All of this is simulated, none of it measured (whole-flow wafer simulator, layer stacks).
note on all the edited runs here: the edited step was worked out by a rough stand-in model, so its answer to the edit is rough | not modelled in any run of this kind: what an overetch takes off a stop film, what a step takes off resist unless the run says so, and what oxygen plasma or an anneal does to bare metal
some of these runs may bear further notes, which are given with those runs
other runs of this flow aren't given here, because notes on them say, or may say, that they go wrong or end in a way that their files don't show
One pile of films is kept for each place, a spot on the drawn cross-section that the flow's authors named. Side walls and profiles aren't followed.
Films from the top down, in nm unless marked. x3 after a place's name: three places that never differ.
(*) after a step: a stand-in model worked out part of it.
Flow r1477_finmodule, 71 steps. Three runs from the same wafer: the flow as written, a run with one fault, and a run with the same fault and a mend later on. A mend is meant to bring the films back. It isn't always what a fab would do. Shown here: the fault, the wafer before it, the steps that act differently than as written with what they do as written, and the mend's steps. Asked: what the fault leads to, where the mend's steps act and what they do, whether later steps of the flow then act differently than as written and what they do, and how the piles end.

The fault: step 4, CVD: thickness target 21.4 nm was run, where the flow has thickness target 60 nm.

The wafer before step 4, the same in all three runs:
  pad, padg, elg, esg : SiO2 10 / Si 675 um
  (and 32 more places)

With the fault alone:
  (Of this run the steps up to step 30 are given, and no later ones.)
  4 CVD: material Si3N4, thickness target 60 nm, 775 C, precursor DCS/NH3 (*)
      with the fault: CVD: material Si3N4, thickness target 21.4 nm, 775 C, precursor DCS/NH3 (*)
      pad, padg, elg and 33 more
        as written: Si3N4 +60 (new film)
        with the fault: Si3N4 +21.4 (new film)
  No later step of the flow up to step 30 acts differently than as written at any place that is followed.
  After step 30 the piles differ from the flow's by more than 2% or 0.5 nm, whichever is larger, at pad, padg, elg and 33 more.
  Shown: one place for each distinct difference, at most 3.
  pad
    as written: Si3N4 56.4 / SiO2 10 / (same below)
    with the fault: Si3N4 17.8 / SiO2 10 / (same below)
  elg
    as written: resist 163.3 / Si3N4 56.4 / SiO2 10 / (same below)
    with the fault: resist 163.3 / Si3N4 17.8 / SiO2 10 / (same below)
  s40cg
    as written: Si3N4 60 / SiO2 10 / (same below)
    with the fault: Si3N4 21.4 / SiO2 10 / (same below)

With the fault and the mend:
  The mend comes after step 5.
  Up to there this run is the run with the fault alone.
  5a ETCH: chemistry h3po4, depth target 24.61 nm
      pad, padg, elg and 33 more
        Si3N4 -21.4 (all of it)
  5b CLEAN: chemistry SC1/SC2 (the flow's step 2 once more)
      changes no film at any place that is followed
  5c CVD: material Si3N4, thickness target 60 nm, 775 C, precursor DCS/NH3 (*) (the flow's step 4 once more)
      pad, padg, elg and 33 more
        Si3N4 +60 (new film)
  No later step of the flow acts differently than as written at any place that is followed.
  At the end the piles are the same as the flow's at every place that both follow.
